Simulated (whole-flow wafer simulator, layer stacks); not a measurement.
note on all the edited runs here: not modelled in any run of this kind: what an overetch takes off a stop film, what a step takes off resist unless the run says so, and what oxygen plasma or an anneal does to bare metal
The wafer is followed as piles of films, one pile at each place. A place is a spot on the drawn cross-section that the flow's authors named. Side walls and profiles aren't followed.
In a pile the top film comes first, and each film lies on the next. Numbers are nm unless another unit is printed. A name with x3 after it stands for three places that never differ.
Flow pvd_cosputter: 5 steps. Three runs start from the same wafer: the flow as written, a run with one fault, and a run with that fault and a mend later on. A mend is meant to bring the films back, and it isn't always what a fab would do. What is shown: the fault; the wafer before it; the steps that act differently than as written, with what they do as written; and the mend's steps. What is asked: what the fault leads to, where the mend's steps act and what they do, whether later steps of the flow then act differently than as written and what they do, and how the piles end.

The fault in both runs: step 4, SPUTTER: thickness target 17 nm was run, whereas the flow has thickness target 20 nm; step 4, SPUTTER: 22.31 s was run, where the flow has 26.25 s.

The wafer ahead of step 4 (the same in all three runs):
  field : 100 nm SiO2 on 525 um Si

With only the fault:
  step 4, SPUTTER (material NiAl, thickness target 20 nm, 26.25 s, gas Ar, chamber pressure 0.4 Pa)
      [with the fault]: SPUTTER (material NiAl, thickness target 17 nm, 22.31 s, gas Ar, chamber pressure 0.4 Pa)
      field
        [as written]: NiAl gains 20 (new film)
        [with the fault]: NiAl gains 17 (new film)
  None of the later steps of the flow acts differently than as written at any place that is followed.
  At field, the piles at the end differ from the flow's by more than 2% or 0.5 nm, whichever is larger.
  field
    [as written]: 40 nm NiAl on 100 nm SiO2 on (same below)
    [with the fault]: 37 nm NiAl on 100 nm SiO2 on (same below)

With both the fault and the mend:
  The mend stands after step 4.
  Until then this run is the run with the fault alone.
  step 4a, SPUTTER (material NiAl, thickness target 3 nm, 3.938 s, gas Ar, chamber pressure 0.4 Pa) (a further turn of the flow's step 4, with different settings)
      field
        NiAl gains 3
  None of the later steps of the flow acts differently than as written at any place that is followed.
  The piles end the same as the flow's at every place that both follow.
